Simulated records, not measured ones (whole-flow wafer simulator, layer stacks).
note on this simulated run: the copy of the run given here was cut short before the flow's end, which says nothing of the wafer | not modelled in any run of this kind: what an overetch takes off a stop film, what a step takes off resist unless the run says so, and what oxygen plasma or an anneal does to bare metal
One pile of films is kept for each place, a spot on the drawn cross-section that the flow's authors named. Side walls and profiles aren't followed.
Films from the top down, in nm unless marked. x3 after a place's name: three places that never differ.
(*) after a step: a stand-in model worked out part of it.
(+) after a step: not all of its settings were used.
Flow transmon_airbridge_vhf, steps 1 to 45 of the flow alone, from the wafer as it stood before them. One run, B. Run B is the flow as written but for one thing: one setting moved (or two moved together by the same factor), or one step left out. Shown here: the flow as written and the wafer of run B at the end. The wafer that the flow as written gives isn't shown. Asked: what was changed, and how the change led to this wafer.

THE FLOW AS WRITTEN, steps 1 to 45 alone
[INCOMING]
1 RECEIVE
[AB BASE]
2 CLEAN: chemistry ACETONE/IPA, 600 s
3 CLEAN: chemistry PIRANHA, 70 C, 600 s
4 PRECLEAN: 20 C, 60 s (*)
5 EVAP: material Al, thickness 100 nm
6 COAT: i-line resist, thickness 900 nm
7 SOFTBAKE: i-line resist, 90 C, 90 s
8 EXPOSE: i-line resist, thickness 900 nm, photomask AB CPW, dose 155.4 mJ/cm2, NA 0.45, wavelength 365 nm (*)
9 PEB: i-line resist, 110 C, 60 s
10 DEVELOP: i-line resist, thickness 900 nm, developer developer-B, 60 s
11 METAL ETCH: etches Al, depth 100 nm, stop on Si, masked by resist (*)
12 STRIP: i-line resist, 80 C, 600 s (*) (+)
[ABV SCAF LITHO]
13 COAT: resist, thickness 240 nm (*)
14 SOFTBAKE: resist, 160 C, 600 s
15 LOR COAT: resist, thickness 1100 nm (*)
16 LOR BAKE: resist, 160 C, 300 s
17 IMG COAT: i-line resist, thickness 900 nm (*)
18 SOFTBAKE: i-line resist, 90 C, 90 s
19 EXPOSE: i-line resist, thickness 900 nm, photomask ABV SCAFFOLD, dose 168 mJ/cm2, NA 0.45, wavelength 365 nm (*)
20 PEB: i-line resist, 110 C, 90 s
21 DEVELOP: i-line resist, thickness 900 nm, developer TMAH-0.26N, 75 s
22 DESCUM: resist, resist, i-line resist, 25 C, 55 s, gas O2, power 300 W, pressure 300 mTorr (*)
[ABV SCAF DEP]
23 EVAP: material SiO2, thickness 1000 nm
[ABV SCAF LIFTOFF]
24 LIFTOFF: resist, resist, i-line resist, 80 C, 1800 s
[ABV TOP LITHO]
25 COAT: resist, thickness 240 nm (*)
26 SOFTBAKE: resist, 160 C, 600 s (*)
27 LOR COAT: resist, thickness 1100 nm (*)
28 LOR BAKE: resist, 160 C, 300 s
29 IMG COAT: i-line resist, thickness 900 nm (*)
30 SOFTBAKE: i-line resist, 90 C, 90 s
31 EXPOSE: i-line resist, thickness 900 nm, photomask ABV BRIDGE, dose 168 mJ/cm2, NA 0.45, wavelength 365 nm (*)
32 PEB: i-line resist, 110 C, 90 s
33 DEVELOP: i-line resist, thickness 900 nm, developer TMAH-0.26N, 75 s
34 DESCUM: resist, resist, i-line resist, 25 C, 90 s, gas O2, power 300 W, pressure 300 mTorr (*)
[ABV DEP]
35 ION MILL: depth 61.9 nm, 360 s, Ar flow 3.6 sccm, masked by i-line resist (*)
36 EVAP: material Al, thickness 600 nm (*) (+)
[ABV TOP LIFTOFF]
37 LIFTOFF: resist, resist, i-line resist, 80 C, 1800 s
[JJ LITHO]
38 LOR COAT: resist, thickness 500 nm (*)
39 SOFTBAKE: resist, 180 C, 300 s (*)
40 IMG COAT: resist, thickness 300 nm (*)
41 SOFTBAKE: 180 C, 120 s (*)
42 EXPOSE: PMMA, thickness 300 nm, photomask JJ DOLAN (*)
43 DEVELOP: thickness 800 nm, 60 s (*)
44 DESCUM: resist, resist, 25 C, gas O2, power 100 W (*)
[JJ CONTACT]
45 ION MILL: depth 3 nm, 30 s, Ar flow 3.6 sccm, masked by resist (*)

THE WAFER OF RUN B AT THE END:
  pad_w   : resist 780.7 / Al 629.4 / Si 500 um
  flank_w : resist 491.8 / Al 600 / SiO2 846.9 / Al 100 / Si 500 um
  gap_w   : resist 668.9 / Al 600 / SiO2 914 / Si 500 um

The cause: step 23, EVAP: thickness 950 nm was run, where the flow has thickness 1000 nm.

How the change led to this, step by step:
  23 EVAP: material SiO2, thickness 1000 nm
      field x3, jj_line, ground_far and 10 more: SiO2 +950 (new film) (as written it would be: SiO2 +1000 (new film))
      flank_w, flank_e: SiO2 +882.9 (new film) (as written it would be: SiO2 +929.3 (new film))
  24 LIFTOFF: resist, resist, i-line resist, 80 C, 1800 s
      field x3, jj_line, trace_open_s x2: SiO2 -950 (all of it), i-line resist -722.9 (all of it), resist -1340 (all of it) (as written it would be: SiO2 -1000 (all of it), i-line resist -722.9 (all of it), resist -1340 (all of it))
      pad_w, pad_e: SiO2 -950 (all of it), i-line resist -718 (all of it), resist -1330.2 (all of it) (as written it would be: SiO2 -1000 (all of it), i-line resist -718 (all of it), resist -1330.2 (all of it))
      (and at 1 more place)
  29 IMG COAT: i-line resist, thickness 900 nm (*)
      margin_s, margin_n: i-line resist +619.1 (new film) (as written it would be: i-line resist +603.2 (new film))
      bridge_strip: i-line resist +572.7 (new film) (as written it would be: i-line resist +556 (new film))
  32 PEB: i-line resist, 110 C, 90 s
      margin_s, margin_n: i-line resist -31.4 (as written it would be: i-line resist -30.6)
      bridge_strip: i-line resist -29 (as written it would be: i-line resist -28.1)
  33 DEVELOP: i-line resist, thickness 900 nm, developer TMAH-0.26N, 75 s
      bridge_strip: i-line resist -543.7 (all of it), resist -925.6 (as written it would be: i-line resist -527.8 (all of it), resist -917.6)
  37 LIFTOFF: resist, resist, i-line resist, 80 C, 1800 s
      margin_s, margin_n: Al -600 (all of it), i-line resist -333.3 (all of it), resist -1006.6 (all of it) (as written it would be: Al -600 (all of it), i-line resist -318.3 (all of it), resist -992 (all of it))
